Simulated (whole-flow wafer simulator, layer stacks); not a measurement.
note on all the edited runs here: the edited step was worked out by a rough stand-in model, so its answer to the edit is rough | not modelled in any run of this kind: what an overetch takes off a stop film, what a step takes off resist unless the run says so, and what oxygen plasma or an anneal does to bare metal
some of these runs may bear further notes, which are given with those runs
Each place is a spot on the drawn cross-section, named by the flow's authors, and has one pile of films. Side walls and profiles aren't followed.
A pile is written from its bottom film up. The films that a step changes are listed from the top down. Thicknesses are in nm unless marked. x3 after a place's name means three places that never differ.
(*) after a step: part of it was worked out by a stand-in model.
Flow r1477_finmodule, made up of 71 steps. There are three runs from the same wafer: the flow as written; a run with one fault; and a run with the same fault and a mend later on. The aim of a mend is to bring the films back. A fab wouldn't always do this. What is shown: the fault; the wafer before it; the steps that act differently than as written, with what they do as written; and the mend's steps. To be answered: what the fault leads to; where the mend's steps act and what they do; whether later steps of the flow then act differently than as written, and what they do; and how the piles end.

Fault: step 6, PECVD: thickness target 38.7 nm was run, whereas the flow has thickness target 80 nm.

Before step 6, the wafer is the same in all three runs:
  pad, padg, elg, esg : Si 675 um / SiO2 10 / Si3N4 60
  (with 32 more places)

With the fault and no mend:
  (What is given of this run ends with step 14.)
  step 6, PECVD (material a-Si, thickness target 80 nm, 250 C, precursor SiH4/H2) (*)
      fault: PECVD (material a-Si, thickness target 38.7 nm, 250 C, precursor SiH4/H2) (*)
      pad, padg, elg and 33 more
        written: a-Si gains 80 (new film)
        fault: a-Si gains 38.7 (new film)
  Every later step of the flow up to step 14 that is run acts as written at every place that is followed.
  After step 14, at pad, padg, elg and 33 more, the piles differ from the flow's by more than 2% or 0.5 nm, whichever is larger.
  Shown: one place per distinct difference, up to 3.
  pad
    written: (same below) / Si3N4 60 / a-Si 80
    fault: (same below) / Si3N4 60 / a-Si 38.7
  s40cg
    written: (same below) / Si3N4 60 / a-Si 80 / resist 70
    fault: (same below) / Si3N4 60 / a-Si 38.7 / resist 70

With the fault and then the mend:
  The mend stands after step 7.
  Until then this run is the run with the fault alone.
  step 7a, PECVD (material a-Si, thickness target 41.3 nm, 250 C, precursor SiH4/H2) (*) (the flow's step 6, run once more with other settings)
      pad, padg, elg and 33 more
        a-Si gains 41.3
  Every later step of the flow that is run acts as written at every place that is followed.
  At every place that both follow, the piles at the end match the flow's.
